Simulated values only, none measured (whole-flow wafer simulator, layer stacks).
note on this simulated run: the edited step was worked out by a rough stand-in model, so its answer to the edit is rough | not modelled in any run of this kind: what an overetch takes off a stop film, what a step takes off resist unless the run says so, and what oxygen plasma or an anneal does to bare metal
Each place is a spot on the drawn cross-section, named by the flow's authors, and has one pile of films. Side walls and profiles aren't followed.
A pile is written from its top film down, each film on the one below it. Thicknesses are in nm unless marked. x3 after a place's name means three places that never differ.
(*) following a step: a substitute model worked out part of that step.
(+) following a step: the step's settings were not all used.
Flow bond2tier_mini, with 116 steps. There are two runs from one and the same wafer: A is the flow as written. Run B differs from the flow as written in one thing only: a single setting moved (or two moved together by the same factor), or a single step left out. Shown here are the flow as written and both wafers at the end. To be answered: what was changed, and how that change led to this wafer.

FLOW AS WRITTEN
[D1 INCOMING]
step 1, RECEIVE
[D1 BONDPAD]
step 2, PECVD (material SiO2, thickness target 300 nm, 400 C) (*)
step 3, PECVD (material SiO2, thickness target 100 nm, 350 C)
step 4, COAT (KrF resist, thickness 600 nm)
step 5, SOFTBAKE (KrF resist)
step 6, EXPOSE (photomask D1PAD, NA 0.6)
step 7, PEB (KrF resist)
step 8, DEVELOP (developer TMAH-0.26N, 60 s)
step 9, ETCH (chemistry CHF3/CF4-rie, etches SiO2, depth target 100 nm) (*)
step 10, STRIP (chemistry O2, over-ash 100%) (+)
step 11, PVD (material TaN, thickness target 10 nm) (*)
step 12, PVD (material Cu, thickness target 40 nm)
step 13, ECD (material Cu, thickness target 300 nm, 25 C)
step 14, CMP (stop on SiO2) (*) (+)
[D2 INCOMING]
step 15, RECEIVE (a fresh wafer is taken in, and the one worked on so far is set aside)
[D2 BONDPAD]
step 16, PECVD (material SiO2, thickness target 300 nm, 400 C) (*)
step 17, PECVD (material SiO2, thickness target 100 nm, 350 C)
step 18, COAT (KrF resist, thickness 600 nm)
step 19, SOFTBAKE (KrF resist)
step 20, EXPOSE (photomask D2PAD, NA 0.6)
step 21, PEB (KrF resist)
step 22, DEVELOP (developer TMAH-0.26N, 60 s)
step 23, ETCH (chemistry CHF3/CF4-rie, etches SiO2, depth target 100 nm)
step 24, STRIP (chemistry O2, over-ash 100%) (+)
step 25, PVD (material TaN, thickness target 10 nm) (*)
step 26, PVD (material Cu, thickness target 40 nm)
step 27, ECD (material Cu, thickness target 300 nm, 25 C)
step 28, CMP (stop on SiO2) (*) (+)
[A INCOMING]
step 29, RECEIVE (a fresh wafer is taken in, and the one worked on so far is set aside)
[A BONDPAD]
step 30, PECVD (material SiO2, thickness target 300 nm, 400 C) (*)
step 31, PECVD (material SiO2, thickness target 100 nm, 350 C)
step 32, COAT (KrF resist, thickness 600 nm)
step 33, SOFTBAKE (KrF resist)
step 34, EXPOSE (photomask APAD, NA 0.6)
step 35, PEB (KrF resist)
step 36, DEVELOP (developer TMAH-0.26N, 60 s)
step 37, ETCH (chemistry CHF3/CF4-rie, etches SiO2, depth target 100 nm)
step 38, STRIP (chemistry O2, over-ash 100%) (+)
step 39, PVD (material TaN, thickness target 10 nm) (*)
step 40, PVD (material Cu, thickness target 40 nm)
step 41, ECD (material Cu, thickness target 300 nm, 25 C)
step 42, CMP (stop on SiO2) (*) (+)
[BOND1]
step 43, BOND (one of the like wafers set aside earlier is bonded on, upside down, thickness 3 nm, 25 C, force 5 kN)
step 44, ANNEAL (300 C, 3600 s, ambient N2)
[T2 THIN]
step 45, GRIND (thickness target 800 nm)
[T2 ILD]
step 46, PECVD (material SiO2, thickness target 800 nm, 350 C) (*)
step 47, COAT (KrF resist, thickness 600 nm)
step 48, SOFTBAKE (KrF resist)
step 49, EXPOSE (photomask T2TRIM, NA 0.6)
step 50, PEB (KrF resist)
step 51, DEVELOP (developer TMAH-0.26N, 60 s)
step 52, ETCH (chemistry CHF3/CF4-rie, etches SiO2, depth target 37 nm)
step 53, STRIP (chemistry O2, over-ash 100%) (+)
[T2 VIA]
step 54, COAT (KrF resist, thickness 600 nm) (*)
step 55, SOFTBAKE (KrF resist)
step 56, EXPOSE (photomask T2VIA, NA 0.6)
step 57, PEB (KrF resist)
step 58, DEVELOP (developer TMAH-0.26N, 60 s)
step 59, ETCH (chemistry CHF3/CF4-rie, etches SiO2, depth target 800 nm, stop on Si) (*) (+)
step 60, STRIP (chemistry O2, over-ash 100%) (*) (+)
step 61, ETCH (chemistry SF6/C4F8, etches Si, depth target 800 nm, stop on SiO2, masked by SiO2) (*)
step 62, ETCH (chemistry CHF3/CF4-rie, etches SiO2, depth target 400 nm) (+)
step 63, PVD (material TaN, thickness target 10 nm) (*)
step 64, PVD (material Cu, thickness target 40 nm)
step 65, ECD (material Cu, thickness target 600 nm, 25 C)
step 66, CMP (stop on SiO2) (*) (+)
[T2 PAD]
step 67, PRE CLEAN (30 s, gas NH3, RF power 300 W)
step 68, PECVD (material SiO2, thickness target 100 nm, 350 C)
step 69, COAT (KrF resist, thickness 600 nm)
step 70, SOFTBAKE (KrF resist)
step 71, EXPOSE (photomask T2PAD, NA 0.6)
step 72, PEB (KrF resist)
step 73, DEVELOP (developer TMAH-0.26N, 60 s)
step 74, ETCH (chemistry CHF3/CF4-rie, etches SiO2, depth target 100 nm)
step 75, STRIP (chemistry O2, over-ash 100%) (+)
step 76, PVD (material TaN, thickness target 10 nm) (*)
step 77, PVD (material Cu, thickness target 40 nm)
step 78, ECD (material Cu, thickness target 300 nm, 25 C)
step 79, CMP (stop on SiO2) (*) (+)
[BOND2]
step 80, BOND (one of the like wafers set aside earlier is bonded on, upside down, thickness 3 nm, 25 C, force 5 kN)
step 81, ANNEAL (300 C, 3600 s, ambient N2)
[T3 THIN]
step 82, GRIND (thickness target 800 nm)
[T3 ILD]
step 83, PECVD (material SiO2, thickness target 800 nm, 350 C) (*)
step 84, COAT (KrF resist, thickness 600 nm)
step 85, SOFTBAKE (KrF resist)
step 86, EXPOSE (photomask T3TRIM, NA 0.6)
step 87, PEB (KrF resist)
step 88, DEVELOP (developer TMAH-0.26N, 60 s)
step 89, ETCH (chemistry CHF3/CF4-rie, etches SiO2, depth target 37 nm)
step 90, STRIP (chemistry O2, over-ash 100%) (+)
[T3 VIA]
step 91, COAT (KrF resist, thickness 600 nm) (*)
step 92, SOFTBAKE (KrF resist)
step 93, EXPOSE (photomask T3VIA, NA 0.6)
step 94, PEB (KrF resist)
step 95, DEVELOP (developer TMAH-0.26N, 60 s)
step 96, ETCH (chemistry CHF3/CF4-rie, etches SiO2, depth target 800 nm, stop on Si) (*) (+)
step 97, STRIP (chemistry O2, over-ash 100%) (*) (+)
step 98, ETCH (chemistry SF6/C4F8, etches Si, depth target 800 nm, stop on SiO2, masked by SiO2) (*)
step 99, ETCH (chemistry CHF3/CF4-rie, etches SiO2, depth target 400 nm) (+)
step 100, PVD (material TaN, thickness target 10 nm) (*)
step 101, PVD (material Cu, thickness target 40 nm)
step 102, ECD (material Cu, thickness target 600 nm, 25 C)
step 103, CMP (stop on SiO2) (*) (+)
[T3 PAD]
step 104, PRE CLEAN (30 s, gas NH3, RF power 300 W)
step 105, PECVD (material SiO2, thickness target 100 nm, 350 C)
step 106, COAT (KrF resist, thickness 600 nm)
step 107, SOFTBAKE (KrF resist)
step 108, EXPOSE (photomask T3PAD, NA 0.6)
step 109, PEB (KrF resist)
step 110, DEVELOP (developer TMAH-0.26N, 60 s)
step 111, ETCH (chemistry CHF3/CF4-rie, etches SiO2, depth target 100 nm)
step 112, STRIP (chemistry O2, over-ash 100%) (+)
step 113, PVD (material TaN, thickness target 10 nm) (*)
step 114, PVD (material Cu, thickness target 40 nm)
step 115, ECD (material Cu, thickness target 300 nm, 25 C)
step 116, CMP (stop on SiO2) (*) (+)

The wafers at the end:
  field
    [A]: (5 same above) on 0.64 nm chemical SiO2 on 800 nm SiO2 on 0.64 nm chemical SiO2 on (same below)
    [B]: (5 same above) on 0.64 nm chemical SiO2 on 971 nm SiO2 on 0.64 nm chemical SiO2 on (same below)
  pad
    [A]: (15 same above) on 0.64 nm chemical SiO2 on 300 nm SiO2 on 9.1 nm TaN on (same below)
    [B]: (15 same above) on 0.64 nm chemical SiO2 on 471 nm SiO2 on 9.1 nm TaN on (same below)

The reason: step 2, PECVD: thickness target 471 nm was run, whereas the flow has thickness target 300 nm.
One can read it off the wafer: pad has SiO2 471, and step 2 as written asks for 300 nm.

Step by step, how the change led to this:
  step 2, PECVD (material SiO2, thickness target 300 nm, 400 C) (*)
      field, pad, via: A +300 SiO2 (new film) | B +471 SiO2 (new film)
  step 43, BOND (one of the like wafers set aside earlier is bonded on, upside down, thickness 3 nm, 25 C, force 5 kN)
      field: A +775 um Si (new film), +0.64 chemical SiO2 (new film), +400 SiO2 | B +775 um Si (new film), +0.64 chemical SiO2 (new film), +571 SiO2
      pad: A +775 um Si (new film), +0.64 chemical SiO2 (new film), +300 SiO2 (new film), +9.1 TaN (new film), +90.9 Cu | B +775 um Si (new film), +0.64 chemical SiO2 (new film), +471 SiO2 (new film), +9.1 TaN (new film), +90.9 Cu
      (and at 1 other place as well)
